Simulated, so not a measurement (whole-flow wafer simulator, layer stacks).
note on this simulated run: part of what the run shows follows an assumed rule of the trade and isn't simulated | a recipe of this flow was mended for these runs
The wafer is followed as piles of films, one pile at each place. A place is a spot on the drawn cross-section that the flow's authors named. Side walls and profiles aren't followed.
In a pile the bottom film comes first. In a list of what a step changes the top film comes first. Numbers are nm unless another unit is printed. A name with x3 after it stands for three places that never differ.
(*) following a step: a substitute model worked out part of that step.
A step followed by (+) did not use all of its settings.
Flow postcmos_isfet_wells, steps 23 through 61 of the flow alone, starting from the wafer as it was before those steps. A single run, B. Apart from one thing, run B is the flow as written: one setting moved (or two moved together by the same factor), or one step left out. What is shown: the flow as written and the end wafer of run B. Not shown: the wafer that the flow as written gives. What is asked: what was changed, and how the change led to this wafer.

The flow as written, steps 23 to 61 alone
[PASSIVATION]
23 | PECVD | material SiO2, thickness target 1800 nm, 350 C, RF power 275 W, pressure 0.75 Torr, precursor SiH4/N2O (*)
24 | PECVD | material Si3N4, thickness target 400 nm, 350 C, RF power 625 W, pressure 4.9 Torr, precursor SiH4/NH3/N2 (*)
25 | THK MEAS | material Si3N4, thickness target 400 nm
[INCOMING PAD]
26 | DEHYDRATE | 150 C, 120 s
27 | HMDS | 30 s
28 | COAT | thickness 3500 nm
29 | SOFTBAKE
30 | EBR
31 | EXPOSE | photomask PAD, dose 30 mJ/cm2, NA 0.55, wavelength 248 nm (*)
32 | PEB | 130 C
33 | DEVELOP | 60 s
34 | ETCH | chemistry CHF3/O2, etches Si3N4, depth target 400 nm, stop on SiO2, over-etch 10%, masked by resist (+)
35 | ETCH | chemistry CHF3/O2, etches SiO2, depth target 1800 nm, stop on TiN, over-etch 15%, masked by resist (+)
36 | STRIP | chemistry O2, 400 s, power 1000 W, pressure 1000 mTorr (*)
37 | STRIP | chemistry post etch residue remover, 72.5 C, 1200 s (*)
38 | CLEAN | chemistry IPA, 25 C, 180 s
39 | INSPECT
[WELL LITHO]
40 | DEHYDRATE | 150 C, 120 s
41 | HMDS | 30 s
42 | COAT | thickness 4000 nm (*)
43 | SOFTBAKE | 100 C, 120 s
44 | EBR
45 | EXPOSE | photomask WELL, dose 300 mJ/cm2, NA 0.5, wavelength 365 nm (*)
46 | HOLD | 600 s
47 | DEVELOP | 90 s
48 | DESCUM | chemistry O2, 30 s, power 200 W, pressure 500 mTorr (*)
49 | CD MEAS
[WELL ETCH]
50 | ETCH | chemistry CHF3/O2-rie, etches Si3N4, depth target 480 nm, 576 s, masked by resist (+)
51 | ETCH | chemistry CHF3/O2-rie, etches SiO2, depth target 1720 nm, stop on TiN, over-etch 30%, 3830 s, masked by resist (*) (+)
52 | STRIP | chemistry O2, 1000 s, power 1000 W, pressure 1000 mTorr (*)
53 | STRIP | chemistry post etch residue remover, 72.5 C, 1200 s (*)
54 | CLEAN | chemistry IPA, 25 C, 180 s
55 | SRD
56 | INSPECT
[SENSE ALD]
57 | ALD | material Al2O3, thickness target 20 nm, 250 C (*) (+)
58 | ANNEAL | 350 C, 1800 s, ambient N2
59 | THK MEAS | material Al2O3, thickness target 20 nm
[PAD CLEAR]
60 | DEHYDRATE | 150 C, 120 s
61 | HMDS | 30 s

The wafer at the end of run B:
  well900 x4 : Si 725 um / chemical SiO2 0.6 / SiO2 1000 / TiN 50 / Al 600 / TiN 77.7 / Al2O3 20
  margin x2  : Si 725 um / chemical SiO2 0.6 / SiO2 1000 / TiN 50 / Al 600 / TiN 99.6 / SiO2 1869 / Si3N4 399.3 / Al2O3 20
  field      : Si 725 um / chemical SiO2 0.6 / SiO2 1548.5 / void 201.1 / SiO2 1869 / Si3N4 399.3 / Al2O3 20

What caused this: step 23, PECVD: thickness target 1869 nm was run, whereas the flow has thickness target 1800 nm.
The wafer lets one read it off: margin x2 has SiO2 1869, and step 23 as written asks for 1800 nm.

How this came from the change, step by step:
  23 | PECVD | material SiO2, thickness target 1800 nm, 350 C, RF power 275 W, pressure 0.75 Torr, precursor SiH4/N2O (*)
      margin x2, well900 x4, pad_clr, pad_open: SiO2 gains 1869 (new film) (it would be, as written: SiO2 gains 1800 (new film))
      field: SiO2 gains 1869 (new film), void gains 201.1 (new film), SiO2 gains 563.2 (it would be, as written: SiO2 gains 1800 (new film), void gains 201.1 (new film), SiO2 gains 563.2)
  35 | ETCH | chemistry CHF3/O2, etches SiO2, depth target 1800 nm, stop on TiN, over-etch 15%, masked by resist (+)
      pad_open: SiO2 loses 1849 (all of it), TiN loses 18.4 (it would be, as written: SiO2 loses 1780 (all of it), TiN loses 24.2)
  43 | SOFTBAKE | 100 C, 120 s
      pad_clr: thick-g/i-line-resist loses 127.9 (it would be, as written: thick-g/i-line-resist loses 123)
      pad_open: thick-g/i-line-resist gains 74.6 (it would be, as written: thick-g/i-line-resist gains 73)
  51 | ETCH | chemistry CHF3/O2-rie, etches SiO2, depth target 1720 nm, stop on TiN, over-etch 30%, 3830 s, masked by resist (*) (+)
      well900 x4: SiO2 loses 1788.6 (all of it), TiN loses 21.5 (it would be, as written: SiO2 loses 1719.6 (all of it), TiN loses 20.6)
